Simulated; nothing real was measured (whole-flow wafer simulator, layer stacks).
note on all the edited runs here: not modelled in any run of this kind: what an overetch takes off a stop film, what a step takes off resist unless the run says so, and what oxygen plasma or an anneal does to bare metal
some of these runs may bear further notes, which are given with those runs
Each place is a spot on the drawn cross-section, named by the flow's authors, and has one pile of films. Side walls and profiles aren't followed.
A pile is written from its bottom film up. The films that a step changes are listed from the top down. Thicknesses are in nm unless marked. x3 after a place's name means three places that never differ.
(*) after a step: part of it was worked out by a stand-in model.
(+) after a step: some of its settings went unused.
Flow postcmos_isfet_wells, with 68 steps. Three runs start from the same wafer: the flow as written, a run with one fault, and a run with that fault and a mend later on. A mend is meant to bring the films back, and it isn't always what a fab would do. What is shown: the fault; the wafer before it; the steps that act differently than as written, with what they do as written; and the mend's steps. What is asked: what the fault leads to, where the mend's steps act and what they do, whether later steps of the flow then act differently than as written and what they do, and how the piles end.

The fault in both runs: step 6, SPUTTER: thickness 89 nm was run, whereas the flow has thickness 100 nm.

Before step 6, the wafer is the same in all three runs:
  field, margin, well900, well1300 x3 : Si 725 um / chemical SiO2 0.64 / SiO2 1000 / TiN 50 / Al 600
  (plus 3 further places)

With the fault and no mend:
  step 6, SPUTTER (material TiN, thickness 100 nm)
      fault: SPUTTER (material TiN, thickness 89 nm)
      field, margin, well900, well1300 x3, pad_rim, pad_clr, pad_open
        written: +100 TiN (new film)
        fault: +89 TiN (new film)
  Steps later in the flow that act otherwise than as written:
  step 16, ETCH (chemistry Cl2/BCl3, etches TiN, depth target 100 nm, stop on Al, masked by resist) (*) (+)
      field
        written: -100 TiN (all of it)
        fault: -89 TiN (all of it)
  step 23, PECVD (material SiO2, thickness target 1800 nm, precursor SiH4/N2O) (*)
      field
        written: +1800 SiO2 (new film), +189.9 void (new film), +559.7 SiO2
        fault: +1800 SiO2 (new film), +181.6 void (new film), +557 SiO2
  At field, margin, well900, well1300 x3, pad_rim, pad_clr, pad_open, the piles at the end differ from the flow's by more than 2% or 0.5 nm, whichever is larger.
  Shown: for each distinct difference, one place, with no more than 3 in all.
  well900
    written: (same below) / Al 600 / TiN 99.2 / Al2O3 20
    fault: (same below) / Al 600 / TiN 88.2 / Al2O3 20
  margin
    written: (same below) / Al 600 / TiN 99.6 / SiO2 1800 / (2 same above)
    fault: (same below) / Al 600 / TiN 88.6 / SiO2 1800 / (2 same above)
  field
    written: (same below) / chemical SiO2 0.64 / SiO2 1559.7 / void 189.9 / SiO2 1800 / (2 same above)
    fault: (same below) / chemical SiO2 0.64 / SiO2 1557 / void 181.6 / SiO2 1800 / (2 same above)

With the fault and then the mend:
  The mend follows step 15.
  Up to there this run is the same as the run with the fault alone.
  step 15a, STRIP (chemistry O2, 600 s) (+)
      margin, well900, well1300 x3, pad_rim, pad_clr, pad_open
        -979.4 KrF resist (all of it)
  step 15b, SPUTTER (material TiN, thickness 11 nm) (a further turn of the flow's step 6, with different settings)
      field, margin, well900, well1300 x3, pad_rim, pad_clr, pad_open
        +11 TiN
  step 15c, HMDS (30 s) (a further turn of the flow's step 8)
      leaves every film unchanged at each place that is followed
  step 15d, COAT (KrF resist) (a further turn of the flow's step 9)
      field, margin, well900, well1300 x3, pad_rim, pad_clr, pad_open
        +1000 KrF resist (new film)
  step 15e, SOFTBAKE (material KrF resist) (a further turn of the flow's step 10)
      leaves every film unchanged at each place that is followed
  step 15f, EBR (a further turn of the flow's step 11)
      leaves every film unchanged at each place that is followed
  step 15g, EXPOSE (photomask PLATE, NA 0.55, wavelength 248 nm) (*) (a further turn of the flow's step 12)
      leaves every film unchanged at each place that is followed
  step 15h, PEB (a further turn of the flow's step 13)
      field, margin, well900, well1300 x3, pad_rim, pad_clr, pad_open
        -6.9 KrF resist
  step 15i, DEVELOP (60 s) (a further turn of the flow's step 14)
      margin, well900, well1300 x3, pad_rim, pad_clr, pad_open
        -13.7 KrF resist
      field
        -993.1 KrF resist (all of it)
  Later steps of the flow that are run all act as written at every place that is followed.
  By the end, the piles equal the flow's at every place that both follow.
